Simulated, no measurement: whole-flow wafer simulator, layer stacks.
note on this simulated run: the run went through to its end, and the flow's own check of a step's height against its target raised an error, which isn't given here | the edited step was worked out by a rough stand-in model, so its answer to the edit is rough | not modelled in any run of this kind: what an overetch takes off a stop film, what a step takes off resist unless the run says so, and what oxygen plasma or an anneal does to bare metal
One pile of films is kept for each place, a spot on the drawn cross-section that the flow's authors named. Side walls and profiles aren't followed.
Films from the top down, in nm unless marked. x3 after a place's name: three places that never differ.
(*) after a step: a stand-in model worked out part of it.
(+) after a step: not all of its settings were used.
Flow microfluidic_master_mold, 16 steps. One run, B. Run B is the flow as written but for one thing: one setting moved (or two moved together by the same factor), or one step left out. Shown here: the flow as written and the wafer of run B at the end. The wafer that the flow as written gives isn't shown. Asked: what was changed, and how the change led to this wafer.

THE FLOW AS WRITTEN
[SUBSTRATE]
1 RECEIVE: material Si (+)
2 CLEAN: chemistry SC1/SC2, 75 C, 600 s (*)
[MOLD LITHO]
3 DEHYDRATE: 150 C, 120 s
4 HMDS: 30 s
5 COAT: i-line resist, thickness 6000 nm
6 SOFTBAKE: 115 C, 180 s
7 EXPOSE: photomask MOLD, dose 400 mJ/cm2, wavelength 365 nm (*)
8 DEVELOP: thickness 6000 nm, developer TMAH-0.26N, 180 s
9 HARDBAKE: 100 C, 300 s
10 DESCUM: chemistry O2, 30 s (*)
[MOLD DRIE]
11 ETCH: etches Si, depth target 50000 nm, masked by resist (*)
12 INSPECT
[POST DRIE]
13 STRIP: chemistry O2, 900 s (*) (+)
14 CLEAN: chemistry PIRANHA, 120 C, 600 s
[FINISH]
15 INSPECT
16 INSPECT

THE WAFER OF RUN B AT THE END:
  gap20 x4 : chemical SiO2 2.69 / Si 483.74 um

The cause: step 11, ETCH: depth target 41250 nm was run, where the flow has depth target 50000 nm.

How the change led to this, step by step:
  11 ETCH: etches Si, depth target 50000 nm, masked by resist (*)
      gap20 x4: chemical SiO2 -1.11 (all of it), Si -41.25 um (as written it would be: chemical SiO2 -1.11 (all of it), Si -50 um)
      ridge: i-line resist -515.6 (as written it would be: i-line resist -625)
  13 STRIP: chemistry O2, 900 s (*) (+)
      ridge: i-line resist -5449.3 (all of it), chemical SiO2 +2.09, Si -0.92 (as written it would be: i-line resist -5339.9 (all of it), chemical SiO2 +2.09, Si -0.92)
